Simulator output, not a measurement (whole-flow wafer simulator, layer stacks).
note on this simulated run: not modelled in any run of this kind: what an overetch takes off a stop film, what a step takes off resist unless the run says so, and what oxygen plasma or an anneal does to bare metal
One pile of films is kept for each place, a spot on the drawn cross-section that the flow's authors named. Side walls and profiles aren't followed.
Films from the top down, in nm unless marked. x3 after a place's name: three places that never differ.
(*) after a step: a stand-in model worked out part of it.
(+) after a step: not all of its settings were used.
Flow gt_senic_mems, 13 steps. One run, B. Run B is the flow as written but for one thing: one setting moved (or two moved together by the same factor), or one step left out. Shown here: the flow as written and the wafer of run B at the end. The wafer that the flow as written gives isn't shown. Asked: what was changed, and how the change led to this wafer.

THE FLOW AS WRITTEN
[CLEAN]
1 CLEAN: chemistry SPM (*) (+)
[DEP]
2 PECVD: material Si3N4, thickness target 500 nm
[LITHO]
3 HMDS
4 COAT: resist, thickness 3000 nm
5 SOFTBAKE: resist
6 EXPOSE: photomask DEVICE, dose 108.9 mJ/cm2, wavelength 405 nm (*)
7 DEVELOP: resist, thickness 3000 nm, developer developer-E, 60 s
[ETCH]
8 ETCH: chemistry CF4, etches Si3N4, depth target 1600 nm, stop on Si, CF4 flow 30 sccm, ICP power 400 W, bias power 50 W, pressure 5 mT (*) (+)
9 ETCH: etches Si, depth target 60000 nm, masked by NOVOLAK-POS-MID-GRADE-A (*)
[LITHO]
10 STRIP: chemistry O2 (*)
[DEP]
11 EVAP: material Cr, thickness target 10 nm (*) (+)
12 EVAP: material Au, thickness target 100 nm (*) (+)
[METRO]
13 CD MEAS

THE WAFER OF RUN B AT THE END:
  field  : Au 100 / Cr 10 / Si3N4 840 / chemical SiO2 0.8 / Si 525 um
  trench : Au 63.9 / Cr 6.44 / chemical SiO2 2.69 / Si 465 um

The cause: step 2, PECVD: thickness target 840 nm was run, where the flow has thickness target 500 nm.
It can be read off the wafer: field has Si3N4 840, and step 2 as written asks for 500 nm.

How the change led to this, step by step:
  2 PECVD: material Si3N4, thickness target 500 nm
      field, trench: Si3N4 +840 (new film) (as written it would be: Si3N4 +500 (new film))
  8 ETCH: chemistry CF4, etches Si3N4, depth target 1600 nm, stop on Si, CF4 flow 30 sccm, ICP power 400 W, bias power 50 W, pressure 5 mT (*) (+)
      field: resist -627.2 (as written it would be: resist -400.5)
      trench: Si3N4 -840 (all of it), chemical SiO2 -0.8 (all of it) (as written it would be: Si3N4 -500 (all of it), chemical SiO2 -0.8 (all of it))
  10 STRIP: chemistry O2 (*)
      field: resist -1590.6 (all of it) (as written it would be: resist -1817.3 (all of it))
